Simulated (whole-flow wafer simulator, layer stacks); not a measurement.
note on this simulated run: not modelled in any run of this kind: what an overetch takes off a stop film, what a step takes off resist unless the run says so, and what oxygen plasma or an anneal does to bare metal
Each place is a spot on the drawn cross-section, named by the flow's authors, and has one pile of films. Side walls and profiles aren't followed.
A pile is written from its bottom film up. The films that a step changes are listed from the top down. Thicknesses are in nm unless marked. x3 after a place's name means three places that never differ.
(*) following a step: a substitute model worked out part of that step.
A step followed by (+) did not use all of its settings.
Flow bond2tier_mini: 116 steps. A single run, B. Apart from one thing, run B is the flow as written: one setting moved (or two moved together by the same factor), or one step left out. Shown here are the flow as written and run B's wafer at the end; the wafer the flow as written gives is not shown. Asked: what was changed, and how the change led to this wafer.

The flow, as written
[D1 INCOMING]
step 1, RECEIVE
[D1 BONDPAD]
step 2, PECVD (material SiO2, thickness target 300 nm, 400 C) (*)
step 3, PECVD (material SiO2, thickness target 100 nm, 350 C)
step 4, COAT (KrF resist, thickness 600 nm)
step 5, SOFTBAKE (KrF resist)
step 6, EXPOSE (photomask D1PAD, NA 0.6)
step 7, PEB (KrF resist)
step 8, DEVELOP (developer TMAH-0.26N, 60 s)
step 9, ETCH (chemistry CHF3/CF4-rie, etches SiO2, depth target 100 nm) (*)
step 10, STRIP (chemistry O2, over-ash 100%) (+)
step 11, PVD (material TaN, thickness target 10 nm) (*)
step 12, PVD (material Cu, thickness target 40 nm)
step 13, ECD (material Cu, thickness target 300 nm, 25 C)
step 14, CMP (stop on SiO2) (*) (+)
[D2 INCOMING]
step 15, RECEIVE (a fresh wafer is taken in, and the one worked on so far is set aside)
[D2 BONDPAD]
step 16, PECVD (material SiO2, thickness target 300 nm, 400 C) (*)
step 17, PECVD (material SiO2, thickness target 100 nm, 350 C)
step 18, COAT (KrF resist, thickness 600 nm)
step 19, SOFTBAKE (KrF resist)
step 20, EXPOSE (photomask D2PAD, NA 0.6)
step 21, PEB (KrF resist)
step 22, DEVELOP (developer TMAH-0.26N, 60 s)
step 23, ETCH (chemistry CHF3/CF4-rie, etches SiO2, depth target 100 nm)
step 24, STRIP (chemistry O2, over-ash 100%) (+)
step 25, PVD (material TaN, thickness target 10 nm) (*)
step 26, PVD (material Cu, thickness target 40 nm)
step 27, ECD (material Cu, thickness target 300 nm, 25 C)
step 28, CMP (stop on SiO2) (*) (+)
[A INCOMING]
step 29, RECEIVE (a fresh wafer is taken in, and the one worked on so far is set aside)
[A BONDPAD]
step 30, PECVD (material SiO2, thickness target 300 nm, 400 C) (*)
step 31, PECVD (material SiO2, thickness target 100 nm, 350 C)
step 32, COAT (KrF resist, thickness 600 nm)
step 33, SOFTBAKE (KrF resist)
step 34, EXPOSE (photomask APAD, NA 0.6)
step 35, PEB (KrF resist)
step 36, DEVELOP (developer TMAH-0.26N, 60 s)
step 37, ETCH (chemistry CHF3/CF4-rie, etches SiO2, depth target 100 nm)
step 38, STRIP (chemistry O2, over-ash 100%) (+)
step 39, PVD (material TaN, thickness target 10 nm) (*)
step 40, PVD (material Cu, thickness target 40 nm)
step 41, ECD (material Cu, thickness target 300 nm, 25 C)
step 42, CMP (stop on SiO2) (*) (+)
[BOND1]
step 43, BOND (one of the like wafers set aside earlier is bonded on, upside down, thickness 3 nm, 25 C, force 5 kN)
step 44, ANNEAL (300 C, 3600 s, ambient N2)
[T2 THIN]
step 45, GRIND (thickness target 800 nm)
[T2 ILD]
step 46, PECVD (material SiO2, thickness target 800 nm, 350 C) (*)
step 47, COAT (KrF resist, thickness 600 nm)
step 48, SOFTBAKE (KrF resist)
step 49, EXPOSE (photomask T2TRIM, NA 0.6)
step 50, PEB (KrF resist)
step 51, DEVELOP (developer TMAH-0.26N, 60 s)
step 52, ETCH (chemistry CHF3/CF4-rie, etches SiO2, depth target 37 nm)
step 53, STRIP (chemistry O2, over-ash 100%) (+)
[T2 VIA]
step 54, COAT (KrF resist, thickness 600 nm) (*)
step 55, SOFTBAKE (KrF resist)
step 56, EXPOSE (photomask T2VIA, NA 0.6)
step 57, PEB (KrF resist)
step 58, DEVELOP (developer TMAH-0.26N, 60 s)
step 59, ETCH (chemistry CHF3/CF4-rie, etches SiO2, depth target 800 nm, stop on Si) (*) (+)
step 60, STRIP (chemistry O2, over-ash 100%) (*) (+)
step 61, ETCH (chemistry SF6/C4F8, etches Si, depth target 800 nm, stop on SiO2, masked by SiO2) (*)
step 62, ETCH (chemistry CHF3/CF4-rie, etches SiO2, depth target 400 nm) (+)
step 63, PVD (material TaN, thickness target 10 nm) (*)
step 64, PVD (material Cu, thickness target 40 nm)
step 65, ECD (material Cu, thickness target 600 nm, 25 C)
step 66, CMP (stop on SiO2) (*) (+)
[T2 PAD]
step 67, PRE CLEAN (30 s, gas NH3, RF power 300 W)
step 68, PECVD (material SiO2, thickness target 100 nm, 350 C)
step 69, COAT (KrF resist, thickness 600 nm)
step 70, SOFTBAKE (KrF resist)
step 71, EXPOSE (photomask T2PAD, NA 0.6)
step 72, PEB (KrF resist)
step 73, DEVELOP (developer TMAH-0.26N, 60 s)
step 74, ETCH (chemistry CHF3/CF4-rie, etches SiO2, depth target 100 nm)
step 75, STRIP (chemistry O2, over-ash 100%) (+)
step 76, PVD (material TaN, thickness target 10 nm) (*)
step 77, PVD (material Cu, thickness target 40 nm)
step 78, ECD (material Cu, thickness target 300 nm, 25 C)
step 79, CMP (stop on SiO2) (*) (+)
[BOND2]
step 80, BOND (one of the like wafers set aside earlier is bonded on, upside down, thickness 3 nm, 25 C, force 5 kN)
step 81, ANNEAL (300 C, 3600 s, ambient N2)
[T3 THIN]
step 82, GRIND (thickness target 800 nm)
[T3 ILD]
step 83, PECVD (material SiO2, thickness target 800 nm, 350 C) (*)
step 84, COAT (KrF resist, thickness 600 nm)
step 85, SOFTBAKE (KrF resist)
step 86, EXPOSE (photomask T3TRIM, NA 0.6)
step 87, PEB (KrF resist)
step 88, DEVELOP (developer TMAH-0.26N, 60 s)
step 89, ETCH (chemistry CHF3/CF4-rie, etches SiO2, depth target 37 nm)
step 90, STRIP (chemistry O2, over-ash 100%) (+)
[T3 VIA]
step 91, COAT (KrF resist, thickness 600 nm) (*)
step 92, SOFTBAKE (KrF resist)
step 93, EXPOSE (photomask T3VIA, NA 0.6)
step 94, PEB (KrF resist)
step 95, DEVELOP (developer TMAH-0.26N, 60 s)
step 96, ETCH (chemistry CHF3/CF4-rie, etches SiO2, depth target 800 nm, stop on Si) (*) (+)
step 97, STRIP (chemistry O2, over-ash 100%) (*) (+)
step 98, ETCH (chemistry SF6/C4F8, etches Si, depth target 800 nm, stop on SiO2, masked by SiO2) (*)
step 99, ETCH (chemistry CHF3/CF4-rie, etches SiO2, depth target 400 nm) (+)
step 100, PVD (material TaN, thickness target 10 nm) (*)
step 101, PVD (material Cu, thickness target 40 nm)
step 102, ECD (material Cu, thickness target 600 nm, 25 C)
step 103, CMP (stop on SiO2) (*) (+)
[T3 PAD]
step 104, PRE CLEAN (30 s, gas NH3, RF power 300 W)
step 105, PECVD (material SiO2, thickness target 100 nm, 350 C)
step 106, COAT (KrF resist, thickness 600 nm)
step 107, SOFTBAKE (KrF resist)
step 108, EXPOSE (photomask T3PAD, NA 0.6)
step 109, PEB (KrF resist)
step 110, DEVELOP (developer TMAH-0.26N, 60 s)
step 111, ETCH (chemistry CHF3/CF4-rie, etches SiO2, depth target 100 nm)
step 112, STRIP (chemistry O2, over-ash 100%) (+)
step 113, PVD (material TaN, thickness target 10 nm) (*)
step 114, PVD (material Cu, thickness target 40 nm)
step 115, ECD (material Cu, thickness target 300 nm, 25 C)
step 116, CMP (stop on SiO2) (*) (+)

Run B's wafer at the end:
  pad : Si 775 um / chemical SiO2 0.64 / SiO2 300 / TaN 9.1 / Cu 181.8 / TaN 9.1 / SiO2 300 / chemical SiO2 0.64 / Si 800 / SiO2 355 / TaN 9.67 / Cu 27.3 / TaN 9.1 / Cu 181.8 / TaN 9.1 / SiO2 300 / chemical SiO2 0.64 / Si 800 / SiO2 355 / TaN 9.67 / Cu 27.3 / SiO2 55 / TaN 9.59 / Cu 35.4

What caused this: step 111, ETCH: depth target 45 nm was run, while the flow as written has depth target 100 nm.

Step by step, how the change led to this:
  step 111, ETCH (chemistry CHF3/CF4-rie, etches SiO2, depth target 100 nm)
      pad: SiO2 loses 45 (in the flow as written it would be: SiO2 loses 100 (all of it))
      field: KrF resist loses 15 (in the flow as written it would be: KrF resist loses 33.3)
  step 112, STRIP (chemistry O2, over-ash 100%) (+)
      field: KrF resist loses 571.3 (all of it) (in the flow as written it would be: KrF resist loses 552.9 (all of it))
  step 114, PVD (material Cu, thickness target 40 nm)
      pad: Cu gains 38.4 (new film) (in the flow as written it would be: Cu gains 36.4 (new film))
  step 115, ECD (material Cu, thickness target 300 nm, 25 C)
      pad: Cu gains 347 (in the flow as written it would be: Cu gains 404.5)
Taking metal films that touch as one body, pad has 4 bodies (between them, from the top down: SiO2 55; SiO2 355 / Si 800 / chemical SiO2 0.64 / SiO2 300; SiO2 355 / Si 800 / chemical SiO2 0.64 / SiO2 300); the flow as written gives 3 bodies (between them, from the top down: SiO2 355 / Si 800 / chemical SiO2 0.64 / SiO2 300; SiO2 355 / Si 800 / chemical SiO2 0.64 / SiO2 300).
